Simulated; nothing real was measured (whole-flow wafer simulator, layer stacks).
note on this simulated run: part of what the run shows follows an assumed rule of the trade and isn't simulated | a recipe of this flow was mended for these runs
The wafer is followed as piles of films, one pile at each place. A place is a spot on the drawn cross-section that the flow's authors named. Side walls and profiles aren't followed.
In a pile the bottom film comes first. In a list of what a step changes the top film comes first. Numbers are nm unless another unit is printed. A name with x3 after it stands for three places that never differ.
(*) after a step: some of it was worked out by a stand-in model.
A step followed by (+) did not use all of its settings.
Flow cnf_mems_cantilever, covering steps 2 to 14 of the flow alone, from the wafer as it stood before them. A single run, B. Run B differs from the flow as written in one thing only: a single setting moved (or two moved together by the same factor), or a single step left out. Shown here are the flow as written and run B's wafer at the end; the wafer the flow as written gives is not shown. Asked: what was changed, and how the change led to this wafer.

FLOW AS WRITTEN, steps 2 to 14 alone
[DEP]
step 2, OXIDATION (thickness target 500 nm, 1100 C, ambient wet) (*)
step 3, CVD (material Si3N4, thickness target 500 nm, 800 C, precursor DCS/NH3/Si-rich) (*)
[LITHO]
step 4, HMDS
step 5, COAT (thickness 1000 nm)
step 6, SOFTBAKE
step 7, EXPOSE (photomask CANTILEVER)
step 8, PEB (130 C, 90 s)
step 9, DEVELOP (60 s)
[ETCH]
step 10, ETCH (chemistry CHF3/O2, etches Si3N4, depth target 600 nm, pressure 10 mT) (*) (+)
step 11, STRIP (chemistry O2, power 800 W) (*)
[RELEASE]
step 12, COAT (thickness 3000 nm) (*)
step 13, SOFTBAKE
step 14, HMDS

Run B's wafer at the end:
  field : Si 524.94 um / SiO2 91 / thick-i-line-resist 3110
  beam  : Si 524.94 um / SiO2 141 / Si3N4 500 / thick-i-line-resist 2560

Cause: step 2, OXIDATION: 935 C was run, whereas the flow has 1100 C.

How this came from the change, step by step:
  step 2, OXIDATION (thickness target 500 nm, 1100 C, ambient wet) (*)
      field, beam: SiO2 gains 141 (new film), chemical SiO2 loses 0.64 (all of it), Si loses 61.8 (it would be, as written: SiO2 gains 500 (new film), chemical SiO2 loses 0.64 (all of it), Si loses 219.7)
